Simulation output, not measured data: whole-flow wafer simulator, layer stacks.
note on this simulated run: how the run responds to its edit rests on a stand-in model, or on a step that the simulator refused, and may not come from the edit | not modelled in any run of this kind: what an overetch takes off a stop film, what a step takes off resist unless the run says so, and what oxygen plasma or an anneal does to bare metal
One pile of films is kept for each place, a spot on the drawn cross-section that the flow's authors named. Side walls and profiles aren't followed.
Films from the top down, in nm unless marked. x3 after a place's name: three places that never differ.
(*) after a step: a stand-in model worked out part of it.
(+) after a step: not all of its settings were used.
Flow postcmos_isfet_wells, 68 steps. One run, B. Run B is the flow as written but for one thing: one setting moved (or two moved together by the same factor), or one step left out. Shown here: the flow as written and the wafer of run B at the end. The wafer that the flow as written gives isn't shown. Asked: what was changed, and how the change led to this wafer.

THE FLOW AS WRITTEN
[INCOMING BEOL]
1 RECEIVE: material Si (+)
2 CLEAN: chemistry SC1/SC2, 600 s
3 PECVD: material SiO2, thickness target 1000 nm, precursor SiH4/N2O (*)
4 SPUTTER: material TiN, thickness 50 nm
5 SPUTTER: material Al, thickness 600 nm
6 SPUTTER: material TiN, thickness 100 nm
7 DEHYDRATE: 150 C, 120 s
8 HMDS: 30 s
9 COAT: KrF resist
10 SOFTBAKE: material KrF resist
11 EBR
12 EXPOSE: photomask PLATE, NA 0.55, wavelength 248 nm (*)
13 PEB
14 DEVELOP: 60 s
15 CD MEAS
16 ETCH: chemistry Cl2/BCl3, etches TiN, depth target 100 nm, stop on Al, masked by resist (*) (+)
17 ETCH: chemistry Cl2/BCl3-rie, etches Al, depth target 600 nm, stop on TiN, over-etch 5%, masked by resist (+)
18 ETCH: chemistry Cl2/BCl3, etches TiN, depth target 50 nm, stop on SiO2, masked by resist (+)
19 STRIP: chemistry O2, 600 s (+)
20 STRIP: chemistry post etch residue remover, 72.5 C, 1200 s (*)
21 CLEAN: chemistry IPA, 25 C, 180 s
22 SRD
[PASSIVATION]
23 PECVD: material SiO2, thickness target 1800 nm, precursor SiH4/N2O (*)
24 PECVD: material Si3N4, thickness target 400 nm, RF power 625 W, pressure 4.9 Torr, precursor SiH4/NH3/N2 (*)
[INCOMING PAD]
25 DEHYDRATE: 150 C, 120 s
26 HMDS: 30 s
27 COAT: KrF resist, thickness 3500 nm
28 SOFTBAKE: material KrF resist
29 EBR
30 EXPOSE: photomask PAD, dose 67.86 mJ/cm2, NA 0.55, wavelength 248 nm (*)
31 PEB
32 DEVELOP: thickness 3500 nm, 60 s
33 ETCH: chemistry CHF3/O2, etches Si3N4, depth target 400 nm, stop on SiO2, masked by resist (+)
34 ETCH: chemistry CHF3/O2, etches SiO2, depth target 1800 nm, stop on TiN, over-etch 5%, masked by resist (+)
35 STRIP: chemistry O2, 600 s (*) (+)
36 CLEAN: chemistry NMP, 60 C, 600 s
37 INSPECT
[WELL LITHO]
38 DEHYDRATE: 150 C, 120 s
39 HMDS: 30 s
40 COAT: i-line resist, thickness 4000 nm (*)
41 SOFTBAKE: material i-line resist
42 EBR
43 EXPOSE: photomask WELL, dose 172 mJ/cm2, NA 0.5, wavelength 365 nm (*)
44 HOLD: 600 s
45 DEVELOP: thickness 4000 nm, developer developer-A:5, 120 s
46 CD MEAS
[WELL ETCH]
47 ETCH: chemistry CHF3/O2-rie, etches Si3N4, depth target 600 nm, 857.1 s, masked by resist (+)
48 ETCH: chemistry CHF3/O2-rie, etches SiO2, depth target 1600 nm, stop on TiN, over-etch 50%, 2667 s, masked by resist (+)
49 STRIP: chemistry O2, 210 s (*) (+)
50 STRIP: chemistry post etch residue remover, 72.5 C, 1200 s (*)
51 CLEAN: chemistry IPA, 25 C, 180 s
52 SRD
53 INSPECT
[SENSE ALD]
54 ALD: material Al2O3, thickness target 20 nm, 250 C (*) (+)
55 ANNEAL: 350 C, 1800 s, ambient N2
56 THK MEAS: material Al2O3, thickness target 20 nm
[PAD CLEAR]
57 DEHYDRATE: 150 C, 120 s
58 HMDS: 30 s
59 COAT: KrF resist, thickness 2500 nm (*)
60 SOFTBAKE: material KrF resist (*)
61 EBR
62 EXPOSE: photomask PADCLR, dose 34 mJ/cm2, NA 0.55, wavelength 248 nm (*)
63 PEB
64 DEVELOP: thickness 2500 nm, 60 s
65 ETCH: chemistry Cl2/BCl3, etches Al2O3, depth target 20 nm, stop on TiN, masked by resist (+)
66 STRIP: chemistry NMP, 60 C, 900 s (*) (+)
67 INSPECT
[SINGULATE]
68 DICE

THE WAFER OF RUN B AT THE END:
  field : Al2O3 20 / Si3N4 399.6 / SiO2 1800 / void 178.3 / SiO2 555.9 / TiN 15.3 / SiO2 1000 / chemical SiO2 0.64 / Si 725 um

The cause: step 17, ETCH: depth target 562.5 nm was run, where the flow has depth target 600 nm.

How the change led to this, step by step:
  17 ETCH: chemistry Cl2/BCl3-rie, etches Al, depth target 600 nm, stop on TiN, over-etch 5%, masked by resist (+)
      field: Al -562.5 (as written it would be: Al -600 (all of it))
      margin, well900, well1300, well2000, well3000, pad_rim, pad_clr, pad_open: KrF resist -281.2 (as written it would be: KrF resist -300)
  18 ETCH: chemistry Cl2/BCl3, etches TiN, depth target 50 nm, stop on SiO2, masked by resist (+)
      field: Al -37.5 (all of it), TiN -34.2 (as written it would be: TiN -50 (all of it))
  19 STRIP: chemistry O2, 600 s (+)
      margin, well900, well1300, well2000, well3000, pad_rim, pad_clr, pad_open: KrF resist -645 (all of it) (as written it would be: KrF resist -626.3 (all of it))
  23 PECVD: material SiO2, thickness target 1800 nm, precursor SiH4/N2O (*)
      field: SiO2 +1800 (new film), void +178.3 (new film), SiO2 +555.9 (new film) (as written it would be: SiO2 +1800 (new film), void +189.9 (new film), SiO2 +559.7)
Counting metal films that touch as one body, field has 1 body; the flow as written gives 0 bodies.
